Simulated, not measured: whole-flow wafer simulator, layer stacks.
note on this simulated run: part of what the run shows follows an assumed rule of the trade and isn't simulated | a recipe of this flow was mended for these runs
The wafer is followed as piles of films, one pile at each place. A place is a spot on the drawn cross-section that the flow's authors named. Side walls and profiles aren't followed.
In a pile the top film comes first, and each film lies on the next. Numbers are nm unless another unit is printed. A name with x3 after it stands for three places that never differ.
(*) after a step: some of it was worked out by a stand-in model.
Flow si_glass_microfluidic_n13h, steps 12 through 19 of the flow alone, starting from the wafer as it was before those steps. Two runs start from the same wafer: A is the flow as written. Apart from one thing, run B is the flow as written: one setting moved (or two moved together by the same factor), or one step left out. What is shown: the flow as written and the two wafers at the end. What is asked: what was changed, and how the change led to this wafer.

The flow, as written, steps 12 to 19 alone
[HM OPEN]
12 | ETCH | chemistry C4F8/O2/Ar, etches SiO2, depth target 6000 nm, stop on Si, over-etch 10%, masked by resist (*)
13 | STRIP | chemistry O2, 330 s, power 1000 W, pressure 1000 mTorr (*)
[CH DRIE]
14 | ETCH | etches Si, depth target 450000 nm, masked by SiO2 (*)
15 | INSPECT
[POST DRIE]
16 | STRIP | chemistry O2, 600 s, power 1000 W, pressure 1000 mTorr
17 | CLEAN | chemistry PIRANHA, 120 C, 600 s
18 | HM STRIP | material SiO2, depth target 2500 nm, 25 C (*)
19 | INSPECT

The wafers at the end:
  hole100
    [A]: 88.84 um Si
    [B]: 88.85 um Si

What caused this: step 12, ETCH: over-etch 8.4% was run, though the flow has over-etch 10%.

The path from the change to this, step by step:
  12 | ETCH | chemistry C4F8/O2/Ar, etches SiO2, depth target 6000 nm, stop on Si, over-etch 10%, masked by resist (*)
      hole100: A SiO2 loses 6000 (all of it), Si loses 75 | B SiO2 loses 6000 (all of it), Si loses 63
